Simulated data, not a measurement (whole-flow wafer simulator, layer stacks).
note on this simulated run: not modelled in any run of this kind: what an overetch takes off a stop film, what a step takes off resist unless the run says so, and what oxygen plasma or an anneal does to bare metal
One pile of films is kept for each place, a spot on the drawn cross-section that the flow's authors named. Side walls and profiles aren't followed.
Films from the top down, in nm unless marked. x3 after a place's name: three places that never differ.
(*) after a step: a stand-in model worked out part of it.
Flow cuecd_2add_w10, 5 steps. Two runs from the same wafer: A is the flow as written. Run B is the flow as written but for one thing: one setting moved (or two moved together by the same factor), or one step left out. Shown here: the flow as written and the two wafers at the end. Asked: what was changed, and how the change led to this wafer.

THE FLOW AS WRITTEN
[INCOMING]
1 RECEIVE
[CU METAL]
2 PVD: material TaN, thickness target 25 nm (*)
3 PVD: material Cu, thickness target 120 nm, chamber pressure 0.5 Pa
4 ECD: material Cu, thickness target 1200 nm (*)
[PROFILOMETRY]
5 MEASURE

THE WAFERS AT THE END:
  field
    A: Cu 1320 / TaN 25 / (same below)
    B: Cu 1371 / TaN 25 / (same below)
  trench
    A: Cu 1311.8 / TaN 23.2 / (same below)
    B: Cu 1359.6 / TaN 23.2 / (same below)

The cause: step 3, PVD: thickness target 171 nm was run, where the flow has thickness target 120 nm.

How the change led to this, step by step:
  3 PVD: material Cu, thickness target 120 nm, chamber pressure 0.5 Pa
      field: A Cu +120 (new film) | B Cu +171 (new film)
      trench: A Cu +111.8 (new film) | B Cu +159.6 (new film)
